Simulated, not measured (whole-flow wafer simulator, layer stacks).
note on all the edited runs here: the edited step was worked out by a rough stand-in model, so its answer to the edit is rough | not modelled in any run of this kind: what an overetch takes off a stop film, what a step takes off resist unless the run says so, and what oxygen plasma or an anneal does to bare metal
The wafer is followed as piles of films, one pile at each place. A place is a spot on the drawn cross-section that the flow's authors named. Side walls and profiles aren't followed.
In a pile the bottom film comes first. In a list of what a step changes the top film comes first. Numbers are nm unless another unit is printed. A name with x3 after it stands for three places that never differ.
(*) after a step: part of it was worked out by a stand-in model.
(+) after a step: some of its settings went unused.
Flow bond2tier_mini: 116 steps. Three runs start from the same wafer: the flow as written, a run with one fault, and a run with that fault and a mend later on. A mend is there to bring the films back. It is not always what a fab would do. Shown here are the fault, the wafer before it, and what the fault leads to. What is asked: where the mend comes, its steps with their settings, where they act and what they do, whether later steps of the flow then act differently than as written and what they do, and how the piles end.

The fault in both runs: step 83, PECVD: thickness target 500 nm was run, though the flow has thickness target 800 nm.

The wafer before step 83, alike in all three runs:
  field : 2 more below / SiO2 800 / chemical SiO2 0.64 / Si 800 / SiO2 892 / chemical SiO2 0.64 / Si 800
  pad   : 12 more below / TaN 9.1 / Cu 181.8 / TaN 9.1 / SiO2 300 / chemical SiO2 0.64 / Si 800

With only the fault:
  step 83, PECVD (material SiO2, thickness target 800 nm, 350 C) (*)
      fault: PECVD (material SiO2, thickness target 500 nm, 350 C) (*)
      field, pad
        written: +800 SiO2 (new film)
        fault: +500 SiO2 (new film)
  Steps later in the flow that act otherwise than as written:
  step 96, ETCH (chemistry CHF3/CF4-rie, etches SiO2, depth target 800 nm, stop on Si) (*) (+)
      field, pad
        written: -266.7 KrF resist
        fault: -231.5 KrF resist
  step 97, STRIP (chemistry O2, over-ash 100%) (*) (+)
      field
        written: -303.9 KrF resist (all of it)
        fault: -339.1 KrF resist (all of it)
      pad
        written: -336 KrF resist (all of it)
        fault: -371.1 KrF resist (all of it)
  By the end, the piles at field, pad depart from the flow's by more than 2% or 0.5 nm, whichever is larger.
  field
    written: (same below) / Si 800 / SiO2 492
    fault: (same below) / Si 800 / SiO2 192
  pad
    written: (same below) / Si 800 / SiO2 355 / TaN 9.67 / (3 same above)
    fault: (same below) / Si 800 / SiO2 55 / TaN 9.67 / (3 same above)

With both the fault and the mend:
  After step 88 comes the mend.
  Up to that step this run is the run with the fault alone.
  step 88a, STRIP (chemistry O2, over-ash 100%) (+)
      field
        -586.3 KrF resist (all of it)
  step 88b, PECVD (material SiO2, thickness target 300 nm, 350 C) (*) (the flow's step 83 again, with other settings)
      field, pad
        +300 SiO2
  step 88c, COAT (KrF resist, thickness 600 nm) (the flow's step 84 again)
      field, pad
        +600 KrF resist (new film)
  step 88d, SOFTBAKE (KrF resist) (the flow's step 85 again)
      does not change any film at any place that is followed
  step 88e, EXPOSE (photomask T3TRIM, NA 0.6) (the flow's step 86 again)
      does not change any film at any place that is followed
  step 88f, PEB (KrF resist) (the flow's step 87 again)
      does not change any film at any place that is followed
  step 88g, DEVELOP (developer TMAH-0.26N, 60 s) (the flow's step 88 again)
      field
        -13.7 KrF resist
      pad
        -600 KrF resist (all of it)
  Later steps of the flow that are run all act as written at every place that is followed.
  At every place that both follow, the piles at the end match the flow's.
